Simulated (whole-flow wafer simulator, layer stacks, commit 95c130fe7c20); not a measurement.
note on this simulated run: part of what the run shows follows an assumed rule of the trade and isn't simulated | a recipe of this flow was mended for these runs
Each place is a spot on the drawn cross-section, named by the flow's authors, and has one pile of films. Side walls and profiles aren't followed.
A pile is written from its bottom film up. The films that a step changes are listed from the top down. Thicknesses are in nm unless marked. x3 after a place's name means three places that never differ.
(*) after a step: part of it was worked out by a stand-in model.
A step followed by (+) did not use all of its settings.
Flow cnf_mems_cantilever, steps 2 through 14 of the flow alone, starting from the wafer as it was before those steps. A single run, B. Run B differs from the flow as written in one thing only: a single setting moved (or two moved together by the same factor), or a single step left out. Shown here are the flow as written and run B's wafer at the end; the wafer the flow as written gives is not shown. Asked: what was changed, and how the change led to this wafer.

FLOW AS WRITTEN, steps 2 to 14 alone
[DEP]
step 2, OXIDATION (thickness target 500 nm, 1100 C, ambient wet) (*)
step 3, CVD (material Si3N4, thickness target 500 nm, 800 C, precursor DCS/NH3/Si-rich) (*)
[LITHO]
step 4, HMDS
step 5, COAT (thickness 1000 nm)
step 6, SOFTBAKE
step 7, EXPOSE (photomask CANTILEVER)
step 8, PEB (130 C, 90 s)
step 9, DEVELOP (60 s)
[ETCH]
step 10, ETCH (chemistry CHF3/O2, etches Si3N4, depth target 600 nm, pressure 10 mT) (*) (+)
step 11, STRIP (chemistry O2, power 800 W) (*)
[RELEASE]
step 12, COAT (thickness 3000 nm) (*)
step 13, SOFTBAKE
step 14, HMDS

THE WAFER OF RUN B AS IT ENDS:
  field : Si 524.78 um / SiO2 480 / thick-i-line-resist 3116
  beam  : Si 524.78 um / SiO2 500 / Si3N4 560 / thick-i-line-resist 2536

Cause: step 3, CVD: thickness target 560 nm was run, though the flow has thickness target 500 nm.
The wafer lets one read it off: beam has Si3N4 560, and step 3 as written asks for 500 nm.

How this came from the change, step by step:
  step 3, CVD (material Si3N4, thickness target 500 nm, 800 C, precursor DCS/NH3/Si-rich) (*)
      field, beam: +560 Si3N4 (new film) (it would be, as written: +500 Si3N4 (new film))
  step 10, ETCH (chemistry CHF3/O2, etches Si3N4, depth target 600 nm, pressure 10 mT) (*) (+)
      field: -560 Si3N4 (all of it), -20 SiO2 (it would be, as written: -500 Si3N4 (all of it), -50 SiO2)
  step 13, SOFTBAKE
      field: +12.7 thick-i-line-resist (it would be, as written: +11.9 thick-i-line-resist)
      beam: -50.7 thick-i-line-resist (it would be, as written: -47.6 thick-i-line-resist)
